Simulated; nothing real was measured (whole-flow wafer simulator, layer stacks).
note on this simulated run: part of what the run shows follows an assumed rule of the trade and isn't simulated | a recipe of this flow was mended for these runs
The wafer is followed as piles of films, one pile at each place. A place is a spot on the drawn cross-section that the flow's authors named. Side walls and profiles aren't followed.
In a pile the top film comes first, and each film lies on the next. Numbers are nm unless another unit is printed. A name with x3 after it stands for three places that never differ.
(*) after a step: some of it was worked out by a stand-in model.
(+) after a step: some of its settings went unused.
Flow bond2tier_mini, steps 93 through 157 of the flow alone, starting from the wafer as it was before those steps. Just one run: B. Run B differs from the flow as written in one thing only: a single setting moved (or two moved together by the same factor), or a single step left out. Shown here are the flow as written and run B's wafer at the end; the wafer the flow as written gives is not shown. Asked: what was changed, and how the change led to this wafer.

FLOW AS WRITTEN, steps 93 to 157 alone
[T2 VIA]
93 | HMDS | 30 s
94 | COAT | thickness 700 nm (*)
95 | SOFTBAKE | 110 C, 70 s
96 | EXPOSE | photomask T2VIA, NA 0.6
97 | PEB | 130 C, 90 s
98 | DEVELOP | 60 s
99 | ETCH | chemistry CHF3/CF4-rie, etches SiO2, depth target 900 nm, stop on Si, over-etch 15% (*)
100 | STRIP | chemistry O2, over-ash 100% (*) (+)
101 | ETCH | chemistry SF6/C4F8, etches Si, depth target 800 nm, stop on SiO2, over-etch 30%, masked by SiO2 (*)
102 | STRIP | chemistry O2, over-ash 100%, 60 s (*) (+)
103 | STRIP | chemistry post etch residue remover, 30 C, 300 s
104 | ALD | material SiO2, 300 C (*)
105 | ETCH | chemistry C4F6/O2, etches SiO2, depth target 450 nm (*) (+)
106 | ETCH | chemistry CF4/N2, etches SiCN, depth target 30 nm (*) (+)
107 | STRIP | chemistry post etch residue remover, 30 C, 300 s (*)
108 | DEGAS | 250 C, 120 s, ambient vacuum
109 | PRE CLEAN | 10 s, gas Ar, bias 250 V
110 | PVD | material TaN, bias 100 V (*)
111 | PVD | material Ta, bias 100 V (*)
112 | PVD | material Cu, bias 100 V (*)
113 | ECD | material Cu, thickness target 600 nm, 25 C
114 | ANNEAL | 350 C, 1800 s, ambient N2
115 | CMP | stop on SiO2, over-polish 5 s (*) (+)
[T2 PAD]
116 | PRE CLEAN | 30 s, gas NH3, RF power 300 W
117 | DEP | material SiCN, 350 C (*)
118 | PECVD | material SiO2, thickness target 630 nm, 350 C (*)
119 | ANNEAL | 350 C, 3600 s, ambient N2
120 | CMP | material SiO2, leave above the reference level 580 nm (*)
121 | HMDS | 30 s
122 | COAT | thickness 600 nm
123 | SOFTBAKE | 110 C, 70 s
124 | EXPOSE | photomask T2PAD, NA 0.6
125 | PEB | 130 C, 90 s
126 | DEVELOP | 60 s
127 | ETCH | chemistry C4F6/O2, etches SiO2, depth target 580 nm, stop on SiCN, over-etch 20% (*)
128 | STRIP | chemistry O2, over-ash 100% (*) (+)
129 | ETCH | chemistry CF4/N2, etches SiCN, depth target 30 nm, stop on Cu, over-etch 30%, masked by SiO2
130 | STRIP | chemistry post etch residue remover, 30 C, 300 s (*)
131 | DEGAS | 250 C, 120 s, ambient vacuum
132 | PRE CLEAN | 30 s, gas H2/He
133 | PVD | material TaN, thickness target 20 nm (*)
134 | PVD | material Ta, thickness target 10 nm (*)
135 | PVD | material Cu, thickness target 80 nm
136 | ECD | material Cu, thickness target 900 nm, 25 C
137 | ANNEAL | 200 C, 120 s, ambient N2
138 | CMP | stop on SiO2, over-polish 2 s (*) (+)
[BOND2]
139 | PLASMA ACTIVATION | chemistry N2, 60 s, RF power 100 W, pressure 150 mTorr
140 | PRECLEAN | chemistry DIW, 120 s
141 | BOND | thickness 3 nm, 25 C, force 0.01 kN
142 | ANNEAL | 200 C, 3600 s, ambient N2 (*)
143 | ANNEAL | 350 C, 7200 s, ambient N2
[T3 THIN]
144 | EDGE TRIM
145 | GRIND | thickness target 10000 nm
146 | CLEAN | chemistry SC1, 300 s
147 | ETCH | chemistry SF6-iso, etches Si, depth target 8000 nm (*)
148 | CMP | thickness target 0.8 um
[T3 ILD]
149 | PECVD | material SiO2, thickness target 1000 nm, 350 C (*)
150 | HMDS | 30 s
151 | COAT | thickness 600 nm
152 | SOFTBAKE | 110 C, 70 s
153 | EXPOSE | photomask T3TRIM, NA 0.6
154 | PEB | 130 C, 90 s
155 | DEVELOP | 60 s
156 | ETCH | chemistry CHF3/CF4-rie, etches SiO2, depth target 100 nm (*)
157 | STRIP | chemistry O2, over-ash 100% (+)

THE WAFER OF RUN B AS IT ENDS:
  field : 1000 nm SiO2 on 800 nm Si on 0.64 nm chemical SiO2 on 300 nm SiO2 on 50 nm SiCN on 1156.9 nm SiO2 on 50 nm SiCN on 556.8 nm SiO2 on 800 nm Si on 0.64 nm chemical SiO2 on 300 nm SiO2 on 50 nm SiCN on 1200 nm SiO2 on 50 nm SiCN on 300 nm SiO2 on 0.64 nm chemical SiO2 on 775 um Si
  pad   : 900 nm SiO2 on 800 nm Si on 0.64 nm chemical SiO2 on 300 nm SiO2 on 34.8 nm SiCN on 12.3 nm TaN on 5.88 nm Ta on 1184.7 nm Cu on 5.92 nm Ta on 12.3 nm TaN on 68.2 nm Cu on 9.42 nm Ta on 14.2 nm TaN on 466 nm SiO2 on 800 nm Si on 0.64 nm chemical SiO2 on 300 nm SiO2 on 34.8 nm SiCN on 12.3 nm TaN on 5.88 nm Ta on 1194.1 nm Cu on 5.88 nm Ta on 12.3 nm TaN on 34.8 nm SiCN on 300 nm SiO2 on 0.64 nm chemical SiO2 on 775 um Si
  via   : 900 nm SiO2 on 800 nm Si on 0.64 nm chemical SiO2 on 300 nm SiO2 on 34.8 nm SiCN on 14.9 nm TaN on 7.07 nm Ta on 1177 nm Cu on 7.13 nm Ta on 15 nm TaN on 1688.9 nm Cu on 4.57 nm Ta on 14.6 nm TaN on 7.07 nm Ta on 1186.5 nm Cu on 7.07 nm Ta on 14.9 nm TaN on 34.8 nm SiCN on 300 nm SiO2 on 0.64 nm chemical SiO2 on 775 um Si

What caused this: step 109, PRE CLEAN: bias 340 V was run, though the flow has bias 250 V.

How this came from the change, step by step:
  109 | PRE CLEAN | 10 s, gas Ar, bias 250 V
      field, pad: -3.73 SiO2 (it would be, as written: -3 SiO2)
      via: -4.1 TaN (it would be, as written: -3.19 TaN)
